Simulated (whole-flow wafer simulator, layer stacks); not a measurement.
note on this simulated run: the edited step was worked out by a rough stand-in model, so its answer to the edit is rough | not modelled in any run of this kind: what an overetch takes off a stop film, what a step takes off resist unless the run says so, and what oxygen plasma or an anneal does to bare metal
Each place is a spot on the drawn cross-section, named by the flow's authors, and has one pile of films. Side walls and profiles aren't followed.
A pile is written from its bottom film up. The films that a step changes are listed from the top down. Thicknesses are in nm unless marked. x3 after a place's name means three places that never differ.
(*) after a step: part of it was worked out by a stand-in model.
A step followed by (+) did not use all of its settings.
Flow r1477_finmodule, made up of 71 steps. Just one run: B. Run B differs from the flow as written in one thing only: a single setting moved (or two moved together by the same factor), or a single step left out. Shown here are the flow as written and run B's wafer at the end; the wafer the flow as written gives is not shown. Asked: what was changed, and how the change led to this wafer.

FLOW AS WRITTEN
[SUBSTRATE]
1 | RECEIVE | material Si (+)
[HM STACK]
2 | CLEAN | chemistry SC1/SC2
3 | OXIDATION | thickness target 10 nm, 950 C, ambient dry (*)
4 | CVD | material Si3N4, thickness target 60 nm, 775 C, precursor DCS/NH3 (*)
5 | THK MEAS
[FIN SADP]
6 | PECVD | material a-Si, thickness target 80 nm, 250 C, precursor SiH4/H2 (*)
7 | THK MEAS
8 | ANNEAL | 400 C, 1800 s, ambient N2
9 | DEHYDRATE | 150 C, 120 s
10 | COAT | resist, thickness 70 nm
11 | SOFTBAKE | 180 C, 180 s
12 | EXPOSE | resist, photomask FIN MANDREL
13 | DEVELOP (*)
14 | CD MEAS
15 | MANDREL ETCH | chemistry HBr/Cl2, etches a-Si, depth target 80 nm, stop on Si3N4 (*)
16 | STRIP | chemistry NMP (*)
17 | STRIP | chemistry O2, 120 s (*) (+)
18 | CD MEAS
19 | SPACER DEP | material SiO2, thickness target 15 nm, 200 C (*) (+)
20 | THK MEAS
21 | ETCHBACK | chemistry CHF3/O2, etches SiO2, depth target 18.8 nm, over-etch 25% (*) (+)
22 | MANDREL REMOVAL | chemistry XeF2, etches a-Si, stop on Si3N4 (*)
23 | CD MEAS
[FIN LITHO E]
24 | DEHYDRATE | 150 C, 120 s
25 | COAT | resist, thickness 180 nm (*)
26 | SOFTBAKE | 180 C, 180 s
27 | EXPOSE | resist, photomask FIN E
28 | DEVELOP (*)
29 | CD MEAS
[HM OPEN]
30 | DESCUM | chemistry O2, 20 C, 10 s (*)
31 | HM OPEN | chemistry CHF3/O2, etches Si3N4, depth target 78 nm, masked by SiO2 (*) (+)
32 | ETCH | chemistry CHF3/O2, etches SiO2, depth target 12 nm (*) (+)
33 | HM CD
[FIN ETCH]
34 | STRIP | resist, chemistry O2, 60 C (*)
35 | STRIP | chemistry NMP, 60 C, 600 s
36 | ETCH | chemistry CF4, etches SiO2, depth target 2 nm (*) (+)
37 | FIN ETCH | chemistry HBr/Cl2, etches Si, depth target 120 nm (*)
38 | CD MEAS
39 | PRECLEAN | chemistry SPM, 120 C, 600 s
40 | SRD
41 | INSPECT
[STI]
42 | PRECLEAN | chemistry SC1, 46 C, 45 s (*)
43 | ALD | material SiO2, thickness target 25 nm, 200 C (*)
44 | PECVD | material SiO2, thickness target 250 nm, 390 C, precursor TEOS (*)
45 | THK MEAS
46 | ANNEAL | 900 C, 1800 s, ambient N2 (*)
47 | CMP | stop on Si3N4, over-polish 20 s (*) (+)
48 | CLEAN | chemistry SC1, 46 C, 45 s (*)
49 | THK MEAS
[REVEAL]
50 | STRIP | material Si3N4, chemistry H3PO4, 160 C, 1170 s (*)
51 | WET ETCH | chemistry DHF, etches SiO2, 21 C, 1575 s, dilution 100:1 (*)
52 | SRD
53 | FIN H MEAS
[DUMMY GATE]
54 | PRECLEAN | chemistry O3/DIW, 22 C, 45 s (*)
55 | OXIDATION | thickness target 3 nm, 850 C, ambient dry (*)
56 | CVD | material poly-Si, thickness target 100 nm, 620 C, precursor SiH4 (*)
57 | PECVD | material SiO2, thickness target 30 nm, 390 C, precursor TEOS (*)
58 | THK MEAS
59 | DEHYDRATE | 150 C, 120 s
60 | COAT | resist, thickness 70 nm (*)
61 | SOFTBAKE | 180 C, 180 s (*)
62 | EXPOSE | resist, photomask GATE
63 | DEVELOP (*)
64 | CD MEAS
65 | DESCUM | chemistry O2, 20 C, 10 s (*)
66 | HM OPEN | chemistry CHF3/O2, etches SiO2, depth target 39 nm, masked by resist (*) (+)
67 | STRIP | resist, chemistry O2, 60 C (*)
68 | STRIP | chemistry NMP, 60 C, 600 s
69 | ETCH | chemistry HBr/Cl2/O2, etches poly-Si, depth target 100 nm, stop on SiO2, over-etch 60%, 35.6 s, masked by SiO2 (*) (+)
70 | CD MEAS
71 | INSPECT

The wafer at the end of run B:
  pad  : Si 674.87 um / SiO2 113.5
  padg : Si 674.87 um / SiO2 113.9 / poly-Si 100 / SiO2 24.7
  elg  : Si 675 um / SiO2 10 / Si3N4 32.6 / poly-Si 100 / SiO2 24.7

The reason: step 51, WET ETCH: 1378 s was run, whereas the flow has 1575 s.

How this came from the change, step by step:
  51 | WET ETCH | chemistry DHF, etches SiO2, 21 C, 1575 s, dilution 100:1 (*)
      pad, padg, e40sg and 12 more: SiO2 loses 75 (in the flow as written it would be: SiO2 loses 85.7)
      elg, e40lg, e100lg, e200lg, elo, e40lo, e100lo, e200lo: SiO2 loses 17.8 (all of it), Si3N4 loses 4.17 (in the flow as written it would be: SiO2 loses 17.8 (all of it), Si3N4 loses 4.97)
      (as well as at 7 more places)
  56 | CVD | material poly-Si, thickness target 100 nm, 620 C, precursor SiH4 (*)
      s40cg, s40co: poly-Si gains 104 (new film) (in the flow as written it would be: poly-Si gains 113.9 (new film))
      s45cg, s45co: poly-Si gains 103.5 (new film) (in the flow as written it would be: poly-Si gains 113.4 (new film))
      (as well as at 3 more places)
  60 | COAT | resist, thickness 70 nm (*)
      e40sg, eso, e40so: resist gains 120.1 (new film) (in the flow as written it would be: resist gains 129.5 (new film))
      e100sg, e100so: resist gains 120 (new film) (in the flow as written it would be: resist gains 129.4 (new film))
      (as well as at 8 more places)
  63 | DEVELOP (*)
      eso, e40so: resist loses 120.1 (all of it) (in the flow as written it would be: resist loses 129.5 (all of it))
      e100so: resist loses 120 (all of it) (in the flow as written it would be: resist loses 129.4 (all of it))
      (as well as at 4 more places)
  67 | STRIP | resist, chemistry O2, 60 C (*)
      e40sg: resist loses 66 (all of it) (in the flow as written it would be: resist loses 75.4 (all of it))
      e100sg: resist loses 65.9 (all of it) (in the flow as written it would be: resist loses 75.3 (all of it))
      (as well as at 4 more places)
  69 | ETCH | chemistry HBr/Cl2/O2, etches poly-Si, depth target 100 nm, stop on SiO2, over-etch 60%, 35.6 s, masked by SiO2 (*) (+)
      s40co: chemical SiO2 loses 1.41 (all of it), poly-Si loses 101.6 (all of it), SiO2 loses 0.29 (in the flow as written it would be: chemical SiO2 loses 1.46 (all of it), poly-Si loses 111.5 (all of it), SiO2 loses 0.24)
      s45co: chemical SiO2 loses 1.41 (all of it), poly-Si loses 101.1 (all of it), SiO2 loses 0.29 (in the flow as written it would be: chemical SiO2 loses 1.46 (all of it), poly-Si loses 110.9 (all of it), SiO2 loses 0.25)
      (as well as at 1 more place)
